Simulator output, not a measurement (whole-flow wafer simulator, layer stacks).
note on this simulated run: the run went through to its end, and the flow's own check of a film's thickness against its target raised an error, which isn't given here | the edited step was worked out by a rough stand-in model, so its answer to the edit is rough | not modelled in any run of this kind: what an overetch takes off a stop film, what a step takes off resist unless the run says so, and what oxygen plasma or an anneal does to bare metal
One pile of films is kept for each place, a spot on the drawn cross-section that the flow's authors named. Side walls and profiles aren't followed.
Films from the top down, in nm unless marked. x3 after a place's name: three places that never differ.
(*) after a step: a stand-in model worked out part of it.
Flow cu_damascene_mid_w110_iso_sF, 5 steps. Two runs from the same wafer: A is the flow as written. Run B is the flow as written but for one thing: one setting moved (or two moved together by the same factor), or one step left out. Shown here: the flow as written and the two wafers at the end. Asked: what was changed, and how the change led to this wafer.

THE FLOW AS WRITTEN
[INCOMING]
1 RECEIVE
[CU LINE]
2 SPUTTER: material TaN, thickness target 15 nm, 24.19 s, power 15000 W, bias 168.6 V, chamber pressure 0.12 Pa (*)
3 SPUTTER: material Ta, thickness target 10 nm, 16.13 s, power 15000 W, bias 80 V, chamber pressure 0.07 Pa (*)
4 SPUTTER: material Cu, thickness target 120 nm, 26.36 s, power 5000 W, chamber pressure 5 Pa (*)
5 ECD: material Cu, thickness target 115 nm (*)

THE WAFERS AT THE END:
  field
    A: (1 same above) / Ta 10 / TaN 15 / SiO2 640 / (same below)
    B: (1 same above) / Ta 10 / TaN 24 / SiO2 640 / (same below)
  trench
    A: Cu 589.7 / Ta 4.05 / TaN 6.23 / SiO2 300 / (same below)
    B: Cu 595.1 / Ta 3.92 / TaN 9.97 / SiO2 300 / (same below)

The cause: step 2, SPUTTER: 38.7 s was run, where the flow has 24.19 s.

How the change led to this, step by step:
  2 SPUTTER: material TaN, thickness target 15 nm, 24.19 s, power 15000 W, bias 168.6 V, chamber pressure 0.12 Pa (*)
      field: A TaN +15 (new film) | B TaN +24 (new film)
      trench: A TaN +6.23 (new film) | B TaN +9.97 (new film)
  4 SPUTTER: material Cu, thickness target 120 nm, 26.36 s, power 5000 W, chamber pressure 5 Pa (*)
      trench: A Cu +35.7 (new film) | B Cu +34.6 (new film)
